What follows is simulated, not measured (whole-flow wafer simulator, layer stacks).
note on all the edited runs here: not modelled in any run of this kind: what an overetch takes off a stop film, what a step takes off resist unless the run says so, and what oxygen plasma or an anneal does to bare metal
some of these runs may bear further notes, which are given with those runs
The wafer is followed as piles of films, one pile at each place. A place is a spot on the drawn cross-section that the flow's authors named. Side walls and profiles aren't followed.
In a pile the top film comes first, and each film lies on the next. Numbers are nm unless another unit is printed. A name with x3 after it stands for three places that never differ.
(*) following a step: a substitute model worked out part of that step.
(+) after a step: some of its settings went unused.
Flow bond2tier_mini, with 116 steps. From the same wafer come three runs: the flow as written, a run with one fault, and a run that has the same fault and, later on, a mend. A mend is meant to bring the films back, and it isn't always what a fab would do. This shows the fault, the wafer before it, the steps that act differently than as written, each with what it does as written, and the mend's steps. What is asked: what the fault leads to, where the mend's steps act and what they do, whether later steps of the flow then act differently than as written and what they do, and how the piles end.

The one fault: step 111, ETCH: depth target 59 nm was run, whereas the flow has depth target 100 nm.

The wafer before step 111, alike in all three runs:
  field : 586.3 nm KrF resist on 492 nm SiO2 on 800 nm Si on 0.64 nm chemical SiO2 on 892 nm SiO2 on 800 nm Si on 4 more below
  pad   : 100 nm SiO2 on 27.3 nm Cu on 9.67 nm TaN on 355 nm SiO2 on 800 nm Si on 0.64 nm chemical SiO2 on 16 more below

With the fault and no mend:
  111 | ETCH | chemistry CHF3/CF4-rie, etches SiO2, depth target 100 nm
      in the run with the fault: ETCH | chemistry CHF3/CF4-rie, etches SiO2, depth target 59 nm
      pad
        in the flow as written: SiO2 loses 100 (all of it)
        in the run with the fault: SiO2 loses 59
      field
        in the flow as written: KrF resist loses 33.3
        in the run with the fault: KrF resist loses 19.7
  Steps later in the flow that act otherwise than as written (not shown: 1 more step that differs only slightly, by at most 2% or 0.5 nm, whichever is larger):
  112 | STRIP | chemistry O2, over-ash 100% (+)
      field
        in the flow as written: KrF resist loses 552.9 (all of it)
        in the run with the fault: KrF resist loses 566.6 (all of it)
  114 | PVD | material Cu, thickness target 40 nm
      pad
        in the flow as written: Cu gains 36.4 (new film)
        in the run with the fault: Cu gains 37.9 (new film)
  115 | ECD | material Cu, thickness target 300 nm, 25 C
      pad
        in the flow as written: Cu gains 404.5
        in the run with the fault: Cu gains 361.7
  At pad, the piles at the end differ from the flow's by more than 2% or 0.5 nm, whichever is larger.
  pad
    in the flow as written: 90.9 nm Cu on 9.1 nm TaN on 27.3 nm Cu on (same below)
    in the run with the fault: 49.5 nm Cu on 9.47 nm TaN on 41 nm SiO2 on 27.3 nm Cu on (same below)

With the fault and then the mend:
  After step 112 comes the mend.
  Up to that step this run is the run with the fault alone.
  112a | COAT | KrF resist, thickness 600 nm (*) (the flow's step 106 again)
      field
        KrF resist gains 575 (new film)
      pad
        KrF resist gains 626.1 (new film)
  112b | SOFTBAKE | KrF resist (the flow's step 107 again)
      leaves every film unchanged at each place that is followed
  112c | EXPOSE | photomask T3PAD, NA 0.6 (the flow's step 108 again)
      leaves every film unchanged at each place that is followed
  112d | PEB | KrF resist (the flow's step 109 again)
      leaves every film unchanged at each place that is followed
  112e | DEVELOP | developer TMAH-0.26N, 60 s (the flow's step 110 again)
      field
        KrF resist loses 13.7
      pad
        KrF resist loses 626.1 (all of it)
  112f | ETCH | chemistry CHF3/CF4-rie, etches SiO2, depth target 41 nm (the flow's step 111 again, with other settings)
      field
        KrF resist loses 13.7
      pad
        SiO2 loses 41 (all of it)
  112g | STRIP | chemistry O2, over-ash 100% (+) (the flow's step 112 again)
      field
        KrF resist loses 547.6 (all of it)
  Every later step of the flow that is run acts as written at every place that is followed.
  At every place that both follow, the piles at the end match the flow's.
